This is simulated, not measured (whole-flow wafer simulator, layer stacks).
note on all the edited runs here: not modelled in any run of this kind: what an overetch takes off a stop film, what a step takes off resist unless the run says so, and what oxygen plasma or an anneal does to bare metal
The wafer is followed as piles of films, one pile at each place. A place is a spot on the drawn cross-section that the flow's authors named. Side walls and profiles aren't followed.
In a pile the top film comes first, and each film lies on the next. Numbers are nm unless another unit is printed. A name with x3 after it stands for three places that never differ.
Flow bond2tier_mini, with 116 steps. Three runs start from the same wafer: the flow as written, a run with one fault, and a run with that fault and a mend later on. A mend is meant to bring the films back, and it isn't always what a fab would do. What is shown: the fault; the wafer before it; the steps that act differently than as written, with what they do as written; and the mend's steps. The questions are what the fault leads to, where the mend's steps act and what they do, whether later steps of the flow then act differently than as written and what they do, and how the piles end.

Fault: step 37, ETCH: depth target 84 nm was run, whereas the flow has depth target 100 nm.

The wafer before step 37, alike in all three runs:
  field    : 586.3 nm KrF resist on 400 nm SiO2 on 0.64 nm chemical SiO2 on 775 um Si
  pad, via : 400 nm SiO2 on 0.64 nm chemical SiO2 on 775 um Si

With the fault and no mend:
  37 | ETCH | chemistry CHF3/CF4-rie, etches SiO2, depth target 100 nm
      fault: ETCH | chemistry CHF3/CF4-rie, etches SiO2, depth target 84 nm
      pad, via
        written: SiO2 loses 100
        fault: SiO2 loses 84
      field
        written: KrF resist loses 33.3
        fault: KrF resist loses 28
  Steps later in the flow that act otherwise than as written (not shown: 3 more steps that differ only slightly, by at most 2% or 0.5 nm, whichever is larger):
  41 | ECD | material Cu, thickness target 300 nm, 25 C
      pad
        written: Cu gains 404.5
        fault: Cu gains 387.8
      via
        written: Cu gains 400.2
        fault: Cu gains 384.1
  At pad, the piles at the end differ from the flow's by more than 2% or 0.5 nm, whichever is larger.
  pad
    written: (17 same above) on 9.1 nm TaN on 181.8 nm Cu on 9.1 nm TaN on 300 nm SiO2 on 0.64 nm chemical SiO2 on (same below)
    fault: (17 same above) on 9.1 nm TaN on 165.7 nm Cu on 9.24 nm TaN on 316 nm SiO2 on 0.64 nm chemical SiO2 on (same below)

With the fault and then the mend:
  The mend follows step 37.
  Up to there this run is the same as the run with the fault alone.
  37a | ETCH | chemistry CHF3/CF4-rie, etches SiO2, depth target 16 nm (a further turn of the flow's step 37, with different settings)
      pad, via
        SiO2 loses 16
      field
        KrF resist loses 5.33
  Later steps of the flow that are run all act as written at every place that is followed.
  The piles end the same as the flow's at every place that both follow.
